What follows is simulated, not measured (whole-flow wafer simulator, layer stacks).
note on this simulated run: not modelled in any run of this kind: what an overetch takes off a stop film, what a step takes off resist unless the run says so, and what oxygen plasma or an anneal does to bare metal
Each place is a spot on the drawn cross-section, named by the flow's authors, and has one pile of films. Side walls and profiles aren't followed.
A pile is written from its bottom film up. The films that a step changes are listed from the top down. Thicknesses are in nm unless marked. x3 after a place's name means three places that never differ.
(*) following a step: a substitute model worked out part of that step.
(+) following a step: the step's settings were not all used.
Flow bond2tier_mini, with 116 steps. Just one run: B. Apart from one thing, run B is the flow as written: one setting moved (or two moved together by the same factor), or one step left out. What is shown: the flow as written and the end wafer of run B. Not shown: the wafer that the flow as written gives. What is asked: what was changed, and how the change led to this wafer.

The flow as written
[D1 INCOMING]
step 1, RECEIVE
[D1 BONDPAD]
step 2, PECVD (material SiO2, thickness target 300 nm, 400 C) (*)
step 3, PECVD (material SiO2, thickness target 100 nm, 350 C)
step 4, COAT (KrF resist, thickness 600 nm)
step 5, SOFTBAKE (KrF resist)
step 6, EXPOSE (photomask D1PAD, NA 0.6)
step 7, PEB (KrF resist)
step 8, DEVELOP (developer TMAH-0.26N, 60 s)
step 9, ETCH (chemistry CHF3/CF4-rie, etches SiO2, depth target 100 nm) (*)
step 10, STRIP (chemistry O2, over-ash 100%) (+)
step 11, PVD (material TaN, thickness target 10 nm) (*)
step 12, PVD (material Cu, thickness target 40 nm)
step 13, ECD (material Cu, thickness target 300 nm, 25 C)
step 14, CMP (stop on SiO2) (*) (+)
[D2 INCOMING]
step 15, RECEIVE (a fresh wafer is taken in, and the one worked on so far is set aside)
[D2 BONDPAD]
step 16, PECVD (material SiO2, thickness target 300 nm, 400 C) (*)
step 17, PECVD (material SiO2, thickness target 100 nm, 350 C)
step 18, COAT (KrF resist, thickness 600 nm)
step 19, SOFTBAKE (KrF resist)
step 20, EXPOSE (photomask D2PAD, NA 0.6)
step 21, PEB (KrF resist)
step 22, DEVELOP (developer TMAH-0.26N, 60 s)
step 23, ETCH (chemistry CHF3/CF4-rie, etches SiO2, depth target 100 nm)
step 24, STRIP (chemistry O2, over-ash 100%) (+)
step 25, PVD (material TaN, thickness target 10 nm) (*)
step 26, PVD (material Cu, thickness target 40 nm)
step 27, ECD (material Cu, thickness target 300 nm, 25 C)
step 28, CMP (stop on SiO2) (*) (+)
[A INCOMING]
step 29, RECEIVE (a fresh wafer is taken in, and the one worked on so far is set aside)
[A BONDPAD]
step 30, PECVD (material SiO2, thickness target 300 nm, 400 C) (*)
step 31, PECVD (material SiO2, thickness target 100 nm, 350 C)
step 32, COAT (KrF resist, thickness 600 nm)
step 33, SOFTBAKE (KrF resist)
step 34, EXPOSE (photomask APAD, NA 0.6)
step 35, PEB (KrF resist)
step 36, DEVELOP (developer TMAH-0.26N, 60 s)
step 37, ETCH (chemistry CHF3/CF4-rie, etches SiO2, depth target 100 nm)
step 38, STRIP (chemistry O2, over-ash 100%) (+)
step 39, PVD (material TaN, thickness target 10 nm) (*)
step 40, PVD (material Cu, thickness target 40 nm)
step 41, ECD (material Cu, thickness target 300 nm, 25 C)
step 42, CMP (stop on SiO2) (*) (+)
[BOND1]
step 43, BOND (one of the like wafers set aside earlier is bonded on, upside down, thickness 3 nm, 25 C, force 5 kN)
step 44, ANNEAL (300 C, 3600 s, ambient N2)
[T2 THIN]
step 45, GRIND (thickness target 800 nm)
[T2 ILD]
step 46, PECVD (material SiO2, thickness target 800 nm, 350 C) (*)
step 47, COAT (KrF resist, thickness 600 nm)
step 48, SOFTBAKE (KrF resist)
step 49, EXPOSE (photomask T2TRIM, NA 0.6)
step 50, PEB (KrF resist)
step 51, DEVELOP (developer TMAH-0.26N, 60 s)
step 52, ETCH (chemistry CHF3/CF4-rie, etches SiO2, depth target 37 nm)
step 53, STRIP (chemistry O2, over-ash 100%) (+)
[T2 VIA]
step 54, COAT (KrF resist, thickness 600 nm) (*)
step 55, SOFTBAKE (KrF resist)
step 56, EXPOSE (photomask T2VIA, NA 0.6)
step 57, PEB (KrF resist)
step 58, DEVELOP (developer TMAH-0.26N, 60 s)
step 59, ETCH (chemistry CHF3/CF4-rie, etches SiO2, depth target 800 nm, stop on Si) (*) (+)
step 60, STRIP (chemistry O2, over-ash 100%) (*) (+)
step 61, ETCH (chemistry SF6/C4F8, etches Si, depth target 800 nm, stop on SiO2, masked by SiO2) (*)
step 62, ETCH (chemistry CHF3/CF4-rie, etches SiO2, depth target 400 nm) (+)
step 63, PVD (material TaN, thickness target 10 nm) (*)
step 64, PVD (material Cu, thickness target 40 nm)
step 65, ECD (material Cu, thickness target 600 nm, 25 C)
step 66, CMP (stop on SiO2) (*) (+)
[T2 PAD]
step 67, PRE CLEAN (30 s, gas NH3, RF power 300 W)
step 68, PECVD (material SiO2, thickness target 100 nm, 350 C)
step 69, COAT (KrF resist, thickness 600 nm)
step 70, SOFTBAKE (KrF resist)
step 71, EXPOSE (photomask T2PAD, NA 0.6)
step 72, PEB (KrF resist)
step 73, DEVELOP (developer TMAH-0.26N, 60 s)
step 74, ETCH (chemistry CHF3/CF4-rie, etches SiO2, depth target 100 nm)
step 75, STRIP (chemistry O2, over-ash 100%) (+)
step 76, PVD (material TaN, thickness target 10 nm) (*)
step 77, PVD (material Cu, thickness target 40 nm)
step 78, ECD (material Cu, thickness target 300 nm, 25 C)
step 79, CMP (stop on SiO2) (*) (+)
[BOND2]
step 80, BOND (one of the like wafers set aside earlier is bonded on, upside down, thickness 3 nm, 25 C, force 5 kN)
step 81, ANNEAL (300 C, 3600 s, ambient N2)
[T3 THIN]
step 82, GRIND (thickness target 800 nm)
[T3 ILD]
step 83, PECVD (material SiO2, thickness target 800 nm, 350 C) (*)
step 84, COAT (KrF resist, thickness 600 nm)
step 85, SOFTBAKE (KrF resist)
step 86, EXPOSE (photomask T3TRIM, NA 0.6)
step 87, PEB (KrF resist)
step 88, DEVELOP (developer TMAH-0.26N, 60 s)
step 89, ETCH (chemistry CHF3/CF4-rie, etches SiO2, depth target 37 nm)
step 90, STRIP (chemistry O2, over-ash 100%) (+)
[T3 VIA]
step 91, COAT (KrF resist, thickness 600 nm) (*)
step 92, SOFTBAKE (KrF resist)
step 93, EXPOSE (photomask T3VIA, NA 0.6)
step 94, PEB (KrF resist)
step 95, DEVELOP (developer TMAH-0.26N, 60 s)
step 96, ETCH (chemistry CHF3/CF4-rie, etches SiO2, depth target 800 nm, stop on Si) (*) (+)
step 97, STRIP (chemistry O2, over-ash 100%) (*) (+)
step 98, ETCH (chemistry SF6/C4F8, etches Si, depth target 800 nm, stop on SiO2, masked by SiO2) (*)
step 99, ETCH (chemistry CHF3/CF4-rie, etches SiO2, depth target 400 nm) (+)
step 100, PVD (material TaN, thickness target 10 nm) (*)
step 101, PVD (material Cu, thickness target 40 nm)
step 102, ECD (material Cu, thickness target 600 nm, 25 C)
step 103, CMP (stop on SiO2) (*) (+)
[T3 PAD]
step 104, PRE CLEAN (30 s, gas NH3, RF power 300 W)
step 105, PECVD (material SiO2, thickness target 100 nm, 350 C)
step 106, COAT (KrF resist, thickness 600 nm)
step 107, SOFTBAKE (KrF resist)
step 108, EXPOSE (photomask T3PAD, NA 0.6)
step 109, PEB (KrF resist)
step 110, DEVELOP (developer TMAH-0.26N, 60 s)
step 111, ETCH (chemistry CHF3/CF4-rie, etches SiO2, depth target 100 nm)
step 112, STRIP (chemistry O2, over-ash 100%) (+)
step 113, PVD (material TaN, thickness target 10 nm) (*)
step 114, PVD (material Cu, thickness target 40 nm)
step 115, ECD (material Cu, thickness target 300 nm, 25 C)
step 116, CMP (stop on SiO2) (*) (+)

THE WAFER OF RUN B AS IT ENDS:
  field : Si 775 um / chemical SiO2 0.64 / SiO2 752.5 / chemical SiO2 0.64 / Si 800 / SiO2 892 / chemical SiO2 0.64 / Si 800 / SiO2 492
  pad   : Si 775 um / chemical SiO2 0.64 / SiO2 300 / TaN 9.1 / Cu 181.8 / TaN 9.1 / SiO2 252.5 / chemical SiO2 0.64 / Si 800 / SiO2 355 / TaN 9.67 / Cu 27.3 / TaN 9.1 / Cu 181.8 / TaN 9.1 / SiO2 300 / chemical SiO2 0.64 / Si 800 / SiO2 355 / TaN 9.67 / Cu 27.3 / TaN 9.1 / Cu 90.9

The reason: step 3, PECVD: thickness target 52.5 nm was run, whereas the flow has thickness target 100 nm.

How this came from the change, step by step:
  step 3, PECVD (material SiO2, thickness target 100 nm, 350 C)
      field, pad, via: SiO2 gains 52.5 (in the flow as written it would be: SiO2 gains 100)
  step 43, BOND (one of the like wafers set aside earlier is bonded on, upside down, thickness 3 nm, 25 C, force 5 kN)
      field: Si gains 775 um (new film), chemical SiO2 gains 0.64 (new film), SiO2 gains 352.5 (in the flow as written it would be: Si gains 775 um (new film), chemical SiO2 gains 0.64 (new film), SiO2 gains 400)
      pad: Si gains 775 um (new film), chemical SiO2 gains 0.64 (new film), SiO2 gains 252.5 (new film), TaN gains 9.1 (new film), Cu gains 90.9 (in the flow as written it would be: Si gains 775 um (new film), chemical SiO2 gains 0.64 (new film), SiO2 gains 300 (new film), TaN gains 9.1 (new film), Cu gains 90.9)
      (also at 1 further place)
